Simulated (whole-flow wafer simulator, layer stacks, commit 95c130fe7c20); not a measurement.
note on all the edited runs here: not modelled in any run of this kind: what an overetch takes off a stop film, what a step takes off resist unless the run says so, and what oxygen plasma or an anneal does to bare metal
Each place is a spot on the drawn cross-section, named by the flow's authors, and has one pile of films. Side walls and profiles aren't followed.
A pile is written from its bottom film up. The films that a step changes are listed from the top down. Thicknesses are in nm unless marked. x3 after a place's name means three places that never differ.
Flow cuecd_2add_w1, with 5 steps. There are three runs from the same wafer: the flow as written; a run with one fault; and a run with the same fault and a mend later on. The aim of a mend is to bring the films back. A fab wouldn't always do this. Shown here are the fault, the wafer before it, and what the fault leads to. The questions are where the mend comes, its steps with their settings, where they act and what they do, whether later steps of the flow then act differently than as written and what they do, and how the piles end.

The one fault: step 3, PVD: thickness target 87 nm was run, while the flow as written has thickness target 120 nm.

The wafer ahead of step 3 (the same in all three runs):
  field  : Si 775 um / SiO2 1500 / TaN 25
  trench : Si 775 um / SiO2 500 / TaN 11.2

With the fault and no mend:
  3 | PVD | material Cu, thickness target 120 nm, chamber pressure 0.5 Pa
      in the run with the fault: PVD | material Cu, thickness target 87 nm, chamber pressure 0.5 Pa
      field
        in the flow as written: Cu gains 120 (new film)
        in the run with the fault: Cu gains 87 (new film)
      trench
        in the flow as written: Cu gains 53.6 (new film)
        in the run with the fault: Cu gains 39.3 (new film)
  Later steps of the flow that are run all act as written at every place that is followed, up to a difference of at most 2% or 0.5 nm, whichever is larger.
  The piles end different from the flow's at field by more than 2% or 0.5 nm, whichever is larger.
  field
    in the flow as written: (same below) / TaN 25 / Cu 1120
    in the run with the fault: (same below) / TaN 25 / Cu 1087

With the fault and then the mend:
  After step 3 comes the mend.
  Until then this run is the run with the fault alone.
  3a | PVD | material Cu, thickness target 33 nm, chamber pressure 0.5 Pa (the flow's step 3 again, with other settings)
      field
        Cu gains 33
      trench
        Cu gains 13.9
  Later steps of the flow that are run all act as written at every place that is followed, up to a difference of at most 2% or 0.5 nm, whichever is larger.
  By the end, the piles equal the flow's at every place that both follow.
